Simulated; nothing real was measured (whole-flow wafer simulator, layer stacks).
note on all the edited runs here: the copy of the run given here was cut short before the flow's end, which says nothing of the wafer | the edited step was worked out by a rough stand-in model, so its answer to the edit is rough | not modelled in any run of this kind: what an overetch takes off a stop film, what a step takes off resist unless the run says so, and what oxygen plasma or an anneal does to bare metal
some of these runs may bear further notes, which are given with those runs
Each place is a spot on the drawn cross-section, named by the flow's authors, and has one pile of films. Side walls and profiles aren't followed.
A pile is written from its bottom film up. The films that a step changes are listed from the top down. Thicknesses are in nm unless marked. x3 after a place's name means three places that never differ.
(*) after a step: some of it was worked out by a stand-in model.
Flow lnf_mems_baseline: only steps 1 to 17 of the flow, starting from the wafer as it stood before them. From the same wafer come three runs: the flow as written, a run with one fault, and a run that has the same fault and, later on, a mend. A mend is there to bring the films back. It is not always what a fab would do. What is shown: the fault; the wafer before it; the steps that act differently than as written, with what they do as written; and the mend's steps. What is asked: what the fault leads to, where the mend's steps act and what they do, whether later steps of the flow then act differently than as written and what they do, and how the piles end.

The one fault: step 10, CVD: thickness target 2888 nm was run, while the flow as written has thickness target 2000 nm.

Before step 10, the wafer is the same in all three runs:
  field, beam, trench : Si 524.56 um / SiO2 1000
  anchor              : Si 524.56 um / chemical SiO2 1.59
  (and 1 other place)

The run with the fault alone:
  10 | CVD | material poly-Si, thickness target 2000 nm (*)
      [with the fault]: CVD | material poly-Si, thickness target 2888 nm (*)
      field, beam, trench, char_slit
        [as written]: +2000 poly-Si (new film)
        [with the fault]: +2888 poly-Si (new film)
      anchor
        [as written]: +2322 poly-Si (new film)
        [with the fault]: +3467 poly-Si (new film)
  Steps later in the flow that act otherwise than as written (1 more step, not shown, differs only slightly: by at most 2% or 0.5 nm, whichever is larger):
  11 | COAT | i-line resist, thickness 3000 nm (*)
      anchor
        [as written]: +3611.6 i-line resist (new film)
        [with the fault]: +3368.4 i-line resist (new film)
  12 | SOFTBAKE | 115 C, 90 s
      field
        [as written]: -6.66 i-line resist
        [with the fault]: -5.33 i-line resist
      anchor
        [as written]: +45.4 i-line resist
        [with the fault]: +35.6 i-line resist
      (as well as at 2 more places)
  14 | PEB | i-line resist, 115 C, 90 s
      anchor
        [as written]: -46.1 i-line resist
        [with the fault]: -41.6 i-line resist
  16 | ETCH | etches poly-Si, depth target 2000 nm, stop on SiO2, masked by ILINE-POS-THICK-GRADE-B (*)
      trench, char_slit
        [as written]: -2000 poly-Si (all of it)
        [with the fault]: -2000 poly-Si
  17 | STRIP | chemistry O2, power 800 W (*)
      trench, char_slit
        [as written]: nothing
        [with the fault]: +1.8 chemical SiO2 (new film), -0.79 poly-Si
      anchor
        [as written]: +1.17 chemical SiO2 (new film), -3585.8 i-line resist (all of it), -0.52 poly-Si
        [with the fault]: +1.15 chemical SiO2 (new film), -3337.2 i-line resist (all of it), -0.51 poly-Si
  At field, anchor, beam, trench, char_slit, the piles at the end differ from the flow's by more than 2% or 0.5 nm, whichever is larger.
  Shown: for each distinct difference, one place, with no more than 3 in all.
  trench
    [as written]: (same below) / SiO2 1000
    [with the fault]: (same below) / SiO2 1000 / poly-Si 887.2 / chemical SiO2 1.8
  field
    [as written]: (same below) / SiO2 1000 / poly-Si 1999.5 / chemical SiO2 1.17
    [with the fault]: (same below) / SiO2 1000 / poly-Si 2887.5 / chemical SiO2 1.15
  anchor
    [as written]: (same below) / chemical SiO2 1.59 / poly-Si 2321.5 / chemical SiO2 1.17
    [with the fault]: (same below) / chemical SiO2 1.59 / poly-Si 3466.5 / chemical SiO2 1.15

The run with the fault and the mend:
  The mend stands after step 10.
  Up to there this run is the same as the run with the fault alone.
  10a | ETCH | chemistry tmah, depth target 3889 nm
      field, beam, trench, char_slit
        -2888 poly-Si (all of it)
      anchor
        -3467 poly-Si (all of it)
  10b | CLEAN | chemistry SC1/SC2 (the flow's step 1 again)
      alters no film at any place that is followed
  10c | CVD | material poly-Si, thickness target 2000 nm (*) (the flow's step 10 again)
      field, beam, trench, char_slit
        +2000 poly-Si (new film)
      anchor
        +2322 poly-Si (new film)
  None of the later steps of the flow acts differently than as written at any place that is followed.
  At every place that both follow, the piles at the end match the flow's.
